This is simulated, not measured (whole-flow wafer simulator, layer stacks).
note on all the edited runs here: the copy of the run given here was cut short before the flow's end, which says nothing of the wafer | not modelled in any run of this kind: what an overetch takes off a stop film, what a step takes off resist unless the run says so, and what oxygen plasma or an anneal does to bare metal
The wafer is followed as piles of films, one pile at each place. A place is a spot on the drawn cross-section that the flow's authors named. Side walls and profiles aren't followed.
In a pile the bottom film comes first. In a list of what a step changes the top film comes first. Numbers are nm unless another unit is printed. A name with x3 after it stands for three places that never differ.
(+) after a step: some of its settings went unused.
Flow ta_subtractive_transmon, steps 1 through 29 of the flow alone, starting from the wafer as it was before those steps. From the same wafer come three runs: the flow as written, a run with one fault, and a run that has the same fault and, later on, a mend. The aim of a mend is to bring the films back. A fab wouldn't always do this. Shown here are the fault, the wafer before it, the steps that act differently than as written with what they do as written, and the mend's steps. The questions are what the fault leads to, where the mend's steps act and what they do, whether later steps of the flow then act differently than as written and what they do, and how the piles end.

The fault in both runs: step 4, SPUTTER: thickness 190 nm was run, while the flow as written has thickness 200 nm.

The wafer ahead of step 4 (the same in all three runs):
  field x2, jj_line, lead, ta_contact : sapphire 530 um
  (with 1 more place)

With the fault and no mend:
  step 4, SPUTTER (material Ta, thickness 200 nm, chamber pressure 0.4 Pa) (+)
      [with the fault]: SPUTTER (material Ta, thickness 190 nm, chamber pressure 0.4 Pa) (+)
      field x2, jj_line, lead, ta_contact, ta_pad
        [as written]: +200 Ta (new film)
        [with the fault]: +190 Ta (new film)
  Steps later in the flow that act otherwise than as written (not shown: 3 more steps that differ only slightly, by at most 2% or 0.5 nm, whichever is larger):
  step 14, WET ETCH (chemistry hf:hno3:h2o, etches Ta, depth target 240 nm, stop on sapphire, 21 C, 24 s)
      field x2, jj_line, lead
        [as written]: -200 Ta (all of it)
        [with the fault]: -190 Ta (all of it)
  The piles end different from the flow's at ta_contact, ta_pad by more than 2% or 0.5 nm, whichever is larger.
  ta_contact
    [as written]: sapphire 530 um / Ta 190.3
    [with the fault]: sapphire 530 um / Ta 180.3
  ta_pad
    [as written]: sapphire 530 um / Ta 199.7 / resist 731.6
    [with the fault]: sapphire 530 um / Ta 189.7 / resist 733.1

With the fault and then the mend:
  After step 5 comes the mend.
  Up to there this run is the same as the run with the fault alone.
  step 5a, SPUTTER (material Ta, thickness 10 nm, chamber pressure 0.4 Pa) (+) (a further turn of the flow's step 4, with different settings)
      field x2, jj_line, lead, ta_contact, ta_pad
        +10 Ta
  Every later step of the flow that is run acts as written, at every place that is followed, to within 2% or 0.5 nm, whichever is larger.
  At the end the piles are close to the flow's at the places that both follow, differing by at most 2% or 0.5 nm, whichever is larger.
